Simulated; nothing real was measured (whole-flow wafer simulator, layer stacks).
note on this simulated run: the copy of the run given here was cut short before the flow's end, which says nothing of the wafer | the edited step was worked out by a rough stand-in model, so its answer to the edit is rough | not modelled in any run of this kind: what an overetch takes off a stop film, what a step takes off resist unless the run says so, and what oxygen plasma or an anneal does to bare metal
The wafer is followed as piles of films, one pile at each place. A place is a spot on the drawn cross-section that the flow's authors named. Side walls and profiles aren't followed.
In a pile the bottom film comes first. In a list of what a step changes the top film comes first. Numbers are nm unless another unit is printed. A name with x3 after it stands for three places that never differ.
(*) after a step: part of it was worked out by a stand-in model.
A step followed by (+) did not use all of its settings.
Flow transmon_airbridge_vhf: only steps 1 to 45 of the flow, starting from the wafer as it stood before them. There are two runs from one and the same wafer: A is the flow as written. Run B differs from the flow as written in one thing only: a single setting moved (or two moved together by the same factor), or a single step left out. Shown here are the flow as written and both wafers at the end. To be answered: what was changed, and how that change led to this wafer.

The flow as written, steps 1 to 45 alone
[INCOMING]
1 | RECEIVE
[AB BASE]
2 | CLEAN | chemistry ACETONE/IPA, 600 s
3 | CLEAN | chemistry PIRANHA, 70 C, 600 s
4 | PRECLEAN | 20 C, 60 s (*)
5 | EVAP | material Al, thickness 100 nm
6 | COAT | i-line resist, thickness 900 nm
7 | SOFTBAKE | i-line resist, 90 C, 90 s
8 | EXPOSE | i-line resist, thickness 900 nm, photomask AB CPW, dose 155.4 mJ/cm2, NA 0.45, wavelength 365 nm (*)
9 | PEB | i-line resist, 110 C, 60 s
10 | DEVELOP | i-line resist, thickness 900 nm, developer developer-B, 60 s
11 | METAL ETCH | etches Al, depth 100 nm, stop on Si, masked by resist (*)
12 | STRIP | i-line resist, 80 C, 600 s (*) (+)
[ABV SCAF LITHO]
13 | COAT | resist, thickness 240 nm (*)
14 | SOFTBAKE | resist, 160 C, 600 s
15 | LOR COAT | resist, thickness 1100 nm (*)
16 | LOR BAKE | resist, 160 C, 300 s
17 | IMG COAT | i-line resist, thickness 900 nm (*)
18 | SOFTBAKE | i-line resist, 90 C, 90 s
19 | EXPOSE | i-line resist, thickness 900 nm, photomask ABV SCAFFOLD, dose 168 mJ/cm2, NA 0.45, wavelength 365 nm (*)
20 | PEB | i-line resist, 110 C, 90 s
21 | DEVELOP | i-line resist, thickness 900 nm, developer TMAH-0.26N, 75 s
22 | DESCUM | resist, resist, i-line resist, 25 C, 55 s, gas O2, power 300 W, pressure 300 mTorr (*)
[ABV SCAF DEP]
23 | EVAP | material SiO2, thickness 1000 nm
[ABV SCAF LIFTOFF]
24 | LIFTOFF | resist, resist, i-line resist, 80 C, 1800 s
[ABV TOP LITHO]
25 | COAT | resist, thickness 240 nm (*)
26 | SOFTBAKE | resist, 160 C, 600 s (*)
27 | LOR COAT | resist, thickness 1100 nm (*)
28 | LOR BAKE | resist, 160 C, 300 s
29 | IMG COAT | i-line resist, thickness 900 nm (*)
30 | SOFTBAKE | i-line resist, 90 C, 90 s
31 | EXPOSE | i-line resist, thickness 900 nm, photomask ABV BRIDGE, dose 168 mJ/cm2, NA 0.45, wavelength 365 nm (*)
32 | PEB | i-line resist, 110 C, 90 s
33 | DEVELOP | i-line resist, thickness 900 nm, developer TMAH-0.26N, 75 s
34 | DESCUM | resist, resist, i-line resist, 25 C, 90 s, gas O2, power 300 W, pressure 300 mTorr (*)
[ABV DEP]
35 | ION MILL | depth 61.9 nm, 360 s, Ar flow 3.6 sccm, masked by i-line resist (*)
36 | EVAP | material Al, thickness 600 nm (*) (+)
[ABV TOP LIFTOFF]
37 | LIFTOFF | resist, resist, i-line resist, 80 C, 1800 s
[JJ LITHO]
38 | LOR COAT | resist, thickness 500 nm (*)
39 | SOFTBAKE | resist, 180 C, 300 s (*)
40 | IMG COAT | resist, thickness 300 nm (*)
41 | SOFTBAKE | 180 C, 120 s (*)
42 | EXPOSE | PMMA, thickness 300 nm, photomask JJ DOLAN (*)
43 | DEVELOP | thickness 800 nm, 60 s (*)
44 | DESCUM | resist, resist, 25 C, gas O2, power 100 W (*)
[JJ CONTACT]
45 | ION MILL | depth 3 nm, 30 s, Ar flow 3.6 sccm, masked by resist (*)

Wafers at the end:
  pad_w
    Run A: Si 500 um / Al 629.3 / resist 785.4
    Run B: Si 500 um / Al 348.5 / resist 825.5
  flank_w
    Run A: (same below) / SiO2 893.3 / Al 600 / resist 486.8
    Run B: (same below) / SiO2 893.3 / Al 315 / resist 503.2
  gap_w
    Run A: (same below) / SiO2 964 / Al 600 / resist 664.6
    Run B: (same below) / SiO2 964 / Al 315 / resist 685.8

Cause: step 36, EVAP: thickness 315 nm was run, while the flow as written has thickness 600 nm.
The wafer itself shows it: flank_w has Al 315, and step 36 as written asks for 600 nm.

Step by step, how the change led to this:
  36 | EVAP | material Al, thickness 600 nm (*) (+)
      field x3, jj_line, ground_far and 10 more: A Al gains 600 (new film) | B Al gains 315 (new film)
      pad_w, pad_e: A Al gains 591.2 | B Al gains 310.4
  37 | LIFTOFF | resist, resist, i-line resist, 80 C, 1800 s
      field x3, jj_line, trace_open_s x2: A Al loses 600 (all of it), i-line resist loses 600 (all of it), resist loses 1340 (all of it) | B Al loses 315 (all of it), i-line resist loses 600 (all of it), resist loses 1340 (all of it)
      margin_s, margin_n: A Al loses 600 (all of it), i-line resist loses 318.3 (all of it), resist loses 992 (all of it) | B Al loses 315 (all of it), i-line resist loses 318.3 (all of it), resist loses 992 (all of it)
      (as well as at 1 more place)
  38 | LOR COAT | resist, thickness 500 nm (*)
      pad_w, pad_e: A resist gains 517 (new film) | B resist gains 543.8 (new film)
      flank_w, flank_e: A resist gains 306.5 (new film) | B resist gains 313.2 (new film)
      (as well as at 6 more places)
  40 | IMG COAT | resist, thickness 300 nm (*)
      pad_w, pad_e: A resist gains 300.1 | B resist gains 313.6
      flank_w, flank_e: A resist gains 212.1 | B resist gains 221.8
      (as well as at 4 more places)
